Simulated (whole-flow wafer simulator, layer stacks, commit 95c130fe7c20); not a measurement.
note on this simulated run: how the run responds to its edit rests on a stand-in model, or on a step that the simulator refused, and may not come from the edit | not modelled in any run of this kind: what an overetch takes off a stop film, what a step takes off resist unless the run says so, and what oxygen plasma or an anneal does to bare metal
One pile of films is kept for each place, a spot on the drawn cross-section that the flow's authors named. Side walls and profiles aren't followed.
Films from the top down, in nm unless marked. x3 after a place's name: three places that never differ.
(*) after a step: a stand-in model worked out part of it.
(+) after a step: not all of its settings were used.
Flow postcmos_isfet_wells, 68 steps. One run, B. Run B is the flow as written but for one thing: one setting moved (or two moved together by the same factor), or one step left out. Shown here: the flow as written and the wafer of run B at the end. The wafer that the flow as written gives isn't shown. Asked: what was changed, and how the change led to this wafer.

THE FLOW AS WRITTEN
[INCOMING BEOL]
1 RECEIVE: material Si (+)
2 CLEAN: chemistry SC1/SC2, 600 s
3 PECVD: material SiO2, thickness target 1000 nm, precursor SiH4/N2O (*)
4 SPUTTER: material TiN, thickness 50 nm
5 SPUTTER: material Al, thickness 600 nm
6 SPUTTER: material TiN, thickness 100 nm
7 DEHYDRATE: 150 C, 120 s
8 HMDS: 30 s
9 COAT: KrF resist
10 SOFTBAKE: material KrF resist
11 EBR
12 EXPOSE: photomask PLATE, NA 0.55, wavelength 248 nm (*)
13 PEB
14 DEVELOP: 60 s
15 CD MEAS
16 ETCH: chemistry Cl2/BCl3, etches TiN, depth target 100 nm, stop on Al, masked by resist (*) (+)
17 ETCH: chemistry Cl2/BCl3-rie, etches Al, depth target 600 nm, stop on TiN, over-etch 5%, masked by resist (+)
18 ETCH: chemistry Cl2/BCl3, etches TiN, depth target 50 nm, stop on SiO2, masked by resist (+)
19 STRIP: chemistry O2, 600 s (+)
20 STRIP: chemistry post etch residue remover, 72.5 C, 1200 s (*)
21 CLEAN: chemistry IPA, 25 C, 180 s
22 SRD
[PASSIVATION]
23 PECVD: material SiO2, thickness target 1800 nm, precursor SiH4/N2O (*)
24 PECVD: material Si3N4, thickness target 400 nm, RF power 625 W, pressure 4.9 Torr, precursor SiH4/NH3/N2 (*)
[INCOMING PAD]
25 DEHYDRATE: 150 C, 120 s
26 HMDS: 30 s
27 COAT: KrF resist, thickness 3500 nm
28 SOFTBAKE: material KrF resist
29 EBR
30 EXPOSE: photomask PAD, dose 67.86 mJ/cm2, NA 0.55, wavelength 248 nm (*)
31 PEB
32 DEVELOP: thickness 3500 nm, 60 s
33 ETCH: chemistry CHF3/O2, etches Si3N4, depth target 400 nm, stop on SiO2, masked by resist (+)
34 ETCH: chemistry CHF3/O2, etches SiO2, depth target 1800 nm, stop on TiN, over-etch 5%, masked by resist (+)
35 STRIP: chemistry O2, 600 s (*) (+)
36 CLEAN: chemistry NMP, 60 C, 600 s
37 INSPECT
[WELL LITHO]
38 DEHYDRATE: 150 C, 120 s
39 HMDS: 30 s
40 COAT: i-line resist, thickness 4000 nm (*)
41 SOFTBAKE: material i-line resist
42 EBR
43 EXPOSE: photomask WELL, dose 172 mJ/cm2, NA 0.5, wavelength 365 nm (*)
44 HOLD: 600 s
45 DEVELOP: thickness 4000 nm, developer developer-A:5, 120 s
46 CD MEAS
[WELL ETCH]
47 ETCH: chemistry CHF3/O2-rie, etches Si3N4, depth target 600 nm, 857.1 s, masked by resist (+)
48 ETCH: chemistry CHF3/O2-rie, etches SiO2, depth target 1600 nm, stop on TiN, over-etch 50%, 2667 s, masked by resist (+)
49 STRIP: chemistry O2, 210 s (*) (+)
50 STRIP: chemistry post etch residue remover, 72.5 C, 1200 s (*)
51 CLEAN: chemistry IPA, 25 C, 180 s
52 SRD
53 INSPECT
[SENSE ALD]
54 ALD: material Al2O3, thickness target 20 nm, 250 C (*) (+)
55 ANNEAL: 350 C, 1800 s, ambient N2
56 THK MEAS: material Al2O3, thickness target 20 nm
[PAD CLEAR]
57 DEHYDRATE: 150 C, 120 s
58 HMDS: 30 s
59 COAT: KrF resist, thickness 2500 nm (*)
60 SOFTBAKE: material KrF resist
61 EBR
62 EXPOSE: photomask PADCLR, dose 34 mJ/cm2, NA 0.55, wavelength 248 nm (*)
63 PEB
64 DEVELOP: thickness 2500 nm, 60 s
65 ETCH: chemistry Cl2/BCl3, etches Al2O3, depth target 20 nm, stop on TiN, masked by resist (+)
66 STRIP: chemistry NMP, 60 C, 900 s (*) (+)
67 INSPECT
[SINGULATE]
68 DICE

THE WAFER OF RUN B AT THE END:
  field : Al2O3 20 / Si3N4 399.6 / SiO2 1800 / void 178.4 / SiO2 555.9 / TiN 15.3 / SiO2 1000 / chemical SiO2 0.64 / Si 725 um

The cause: step 18, ETCH: depth target 34.3 nm was run, where the flow has depth target 50 nm.

How the change led to this, step by step:
  18 ETCH: chemistry Cl2/BCl3, etches TiN, depth target 50 nm, stop on SiO2, masked by resist (+)
      field: TiN -34.3 (as written it would be: TiN -50 (all of it))
      margin, well900, well1300 x3, pad_rim, pad_clr, pad_open: KrF resist -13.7 (as written it would be: KrF resist -20)
  23 PECVD: material SiO2, thickness target 1800 nm, precursor SiH4/N2O (*)
      field: SiO2 +1800 (new film), void +178.4 (new film), SiO2 +555.9 (new film) (as written it would be: SiO2 +1800 (new film), void +189.9 (new film), SiO2 +559.7)
Counting metal films that touch as one body, field has 1 body; the flow as written gives 0 bodies.
